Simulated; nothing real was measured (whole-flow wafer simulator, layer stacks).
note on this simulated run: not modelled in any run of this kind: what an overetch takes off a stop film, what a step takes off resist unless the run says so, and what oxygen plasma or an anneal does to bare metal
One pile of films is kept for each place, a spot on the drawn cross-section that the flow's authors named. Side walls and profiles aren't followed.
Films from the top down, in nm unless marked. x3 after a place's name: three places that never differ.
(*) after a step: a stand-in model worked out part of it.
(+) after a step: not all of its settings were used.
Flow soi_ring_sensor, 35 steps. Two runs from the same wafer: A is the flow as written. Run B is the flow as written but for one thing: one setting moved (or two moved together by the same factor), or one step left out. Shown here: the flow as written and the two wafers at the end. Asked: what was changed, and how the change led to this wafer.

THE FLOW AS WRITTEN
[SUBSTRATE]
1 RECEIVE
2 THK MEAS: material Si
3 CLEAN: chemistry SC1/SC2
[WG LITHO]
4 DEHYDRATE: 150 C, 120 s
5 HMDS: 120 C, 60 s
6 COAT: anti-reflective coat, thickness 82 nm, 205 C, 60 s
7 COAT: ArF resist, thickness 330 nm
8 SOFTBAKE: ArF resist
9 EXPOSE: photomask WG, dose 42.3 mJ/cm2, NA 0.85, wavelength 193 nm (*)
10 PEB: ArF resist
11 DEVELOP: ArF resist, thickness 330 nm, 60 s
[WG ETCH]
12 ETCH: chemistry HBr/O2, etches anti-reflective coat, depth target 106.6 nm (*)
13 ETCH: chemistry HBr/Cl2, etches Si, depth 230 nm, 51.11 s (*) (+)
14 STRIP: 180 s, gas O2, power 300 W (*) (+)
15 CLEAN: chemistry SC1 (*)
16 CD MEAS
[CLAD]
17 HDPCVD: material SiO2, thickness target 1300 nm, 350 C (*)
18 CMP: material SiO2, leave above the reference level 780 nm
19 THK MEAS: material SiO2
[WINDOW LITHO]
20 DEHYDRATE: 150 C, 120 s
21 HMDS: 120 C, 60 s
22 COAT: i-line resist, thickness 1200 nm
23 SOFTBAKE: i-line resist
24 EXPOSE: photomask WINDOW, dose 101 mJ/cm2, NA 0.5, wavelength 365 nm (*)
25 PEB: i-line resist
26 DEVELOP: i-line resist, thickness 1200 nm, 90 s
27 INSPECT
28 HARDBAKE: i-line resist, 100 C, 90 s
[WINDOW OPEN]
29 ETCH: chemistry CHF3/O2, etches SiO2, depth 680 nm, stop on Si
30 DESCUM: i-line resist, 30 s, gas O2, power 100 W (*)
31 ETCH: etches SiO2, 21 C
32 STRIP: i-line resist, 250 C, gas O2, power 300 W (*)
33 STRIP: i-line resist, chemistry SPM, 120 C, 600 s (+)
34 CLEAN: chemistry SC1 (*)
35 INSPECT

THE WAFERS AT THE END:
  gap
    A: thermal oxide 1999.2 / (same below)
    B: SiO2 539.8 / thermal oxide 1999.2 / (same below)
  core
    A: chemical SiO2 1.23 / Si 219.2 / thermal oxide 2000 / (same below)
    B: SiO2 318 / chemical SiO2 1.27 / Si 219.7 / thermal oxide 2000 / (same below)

The cause: step 29, ETCH: chemistry CHF3/O2, etches SiO2, depth 680 nm, stop on Si, was left out.

How the change led to this, step by step:
  30 DESCUM: i-line resist, 30 s, gas O2, power 100 W (*)
      field, core_clad, gap_clad: A i-line resist -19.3 | B i-line resist -26.4
  31 ETCH: etches SiO2, 21 C
      gap, window: A SiO2 -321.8 (all of it) | B SiO2 -462
      core: A SiO2 -100 (all of it), chemical SiO2 -1.27 (all of it) | B SiO2 -462
  32 STRIP: i-line resist, 250 C, gas O2, power 300 W (*)
      core: A chemical SiO2 +1.23 (new film), Si -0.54 | B nothing
      field, core_clad, gap_clad: A i-line resist -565 (all of it) | B i-line resist -1124.5 (all of it)
